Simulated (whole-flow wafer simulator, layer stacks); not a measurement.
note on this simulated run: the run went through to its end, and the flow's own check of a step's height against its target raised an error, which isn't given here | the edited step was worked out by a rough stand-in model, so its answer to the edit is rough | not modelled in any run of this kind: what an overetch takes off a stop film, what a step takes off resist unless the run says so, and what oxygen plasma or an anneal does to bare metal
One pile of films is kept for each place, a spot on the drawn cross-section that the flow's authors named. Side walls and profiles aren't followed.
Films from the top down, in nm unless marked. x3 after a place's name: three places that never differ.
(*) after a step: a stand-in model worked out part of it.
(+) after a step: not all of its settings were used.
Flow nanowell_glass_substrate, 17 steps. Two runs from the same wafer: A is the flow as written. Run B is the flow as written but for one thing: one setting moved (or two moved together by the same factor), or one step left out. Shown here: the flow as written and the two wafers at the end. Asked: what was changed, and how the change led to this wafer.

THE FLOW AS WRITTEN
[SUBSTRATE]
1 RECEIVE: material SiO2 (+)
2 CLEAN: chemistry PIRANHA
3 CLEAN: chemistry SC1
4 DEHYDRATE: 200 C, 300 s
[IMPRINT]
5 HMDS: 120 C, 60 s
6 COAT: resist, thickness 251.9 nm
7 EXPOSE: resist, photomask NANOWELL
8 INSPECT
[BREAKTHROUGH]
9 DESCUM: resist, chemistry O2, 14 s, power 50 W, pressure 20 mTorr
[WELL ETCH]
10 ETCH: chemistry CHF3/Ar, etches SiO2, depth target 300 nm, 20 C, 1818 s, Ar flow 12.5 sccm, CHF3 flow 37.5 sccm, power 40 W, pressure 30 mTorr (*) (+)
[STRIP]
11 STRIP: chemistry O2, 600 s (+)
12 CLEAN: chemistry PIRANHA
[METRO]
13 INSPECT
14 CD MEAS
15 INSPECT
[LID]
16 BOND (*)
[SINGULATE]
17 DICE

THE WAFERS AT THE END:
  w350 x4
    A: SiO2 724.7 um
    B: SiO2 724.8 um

The cause: step 10, ETCH: depth target 195 nm was run, where the flow has depth target 300 nm.

How the change led to this, step by step:
  10 ETCH: chemistry CHF3/Ar, etches SiO2, depth target 300 nm, 20 C, 1818 s, Ar flow 12.5 sccm, CHF3 flow 37.5 sccm, power 40 W, pressure 30 mTorr (*) (+)
      w350 x4: A SiO2 -300 | B SiO2 -195
      land: A resist -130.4 | B resist -121.3
  11 STRIP: chemistry O2, 600 s (+)
      land: A resist -125.9 (all of it) | B resist -135.1 (all of it)
